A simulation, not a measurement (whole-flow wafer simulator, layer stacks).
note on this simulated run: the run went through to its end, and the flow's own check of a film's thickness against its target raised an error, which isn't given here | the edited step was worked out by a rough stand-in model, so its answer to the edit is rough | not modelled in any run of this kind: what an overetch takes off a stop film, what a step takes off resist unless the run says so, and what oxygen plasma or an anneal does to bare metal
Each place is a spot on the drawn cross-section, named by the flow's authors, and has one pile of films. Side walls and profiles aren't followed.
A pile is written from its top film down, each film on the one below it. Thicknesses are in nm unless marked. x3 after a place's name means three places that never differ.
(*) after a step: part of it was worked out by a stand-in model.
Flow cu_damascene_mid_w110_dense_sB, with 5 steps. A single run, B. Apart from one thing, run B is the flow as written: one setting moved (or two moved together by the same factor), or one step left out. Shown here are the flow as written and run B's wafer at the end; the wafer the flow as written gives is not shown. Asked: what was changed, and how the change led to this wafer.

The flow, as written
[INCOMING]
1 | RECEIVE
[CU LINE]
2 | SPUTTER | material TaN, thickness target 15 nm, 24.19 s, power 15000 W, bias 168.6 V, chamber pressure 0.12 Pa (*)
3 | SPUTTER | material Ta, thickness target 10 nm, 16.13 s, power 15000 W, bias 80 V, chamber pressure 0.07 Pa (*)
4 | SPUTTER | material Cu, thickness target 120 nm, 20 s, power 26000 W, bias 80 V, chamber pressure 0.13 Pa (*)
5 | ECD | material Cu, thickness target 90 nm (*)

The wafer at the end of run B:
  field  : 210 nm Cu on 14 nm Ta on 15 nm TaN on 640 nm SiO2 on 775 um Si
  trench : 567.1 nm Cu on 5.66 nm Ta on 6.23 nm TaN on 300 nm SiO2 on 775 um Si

What caused this: step 3, SPUTTER: 22.58 s was run, while the flow as written has 16.13 s.

The path from the change to this, step by step:
  3 | SPUTTER | material Ta, thickness target 10 nm, 16.13 s, power 15000 W, bias 80 V, chamber pressure 0.07 Pa (*)
      field: +14 Ta (new film) (in the flow as written it would be: +10 Ta (new film))
      trench: +5.66 Ta (new film) (in the flow as written it would be: +4.05 Ta (new film))
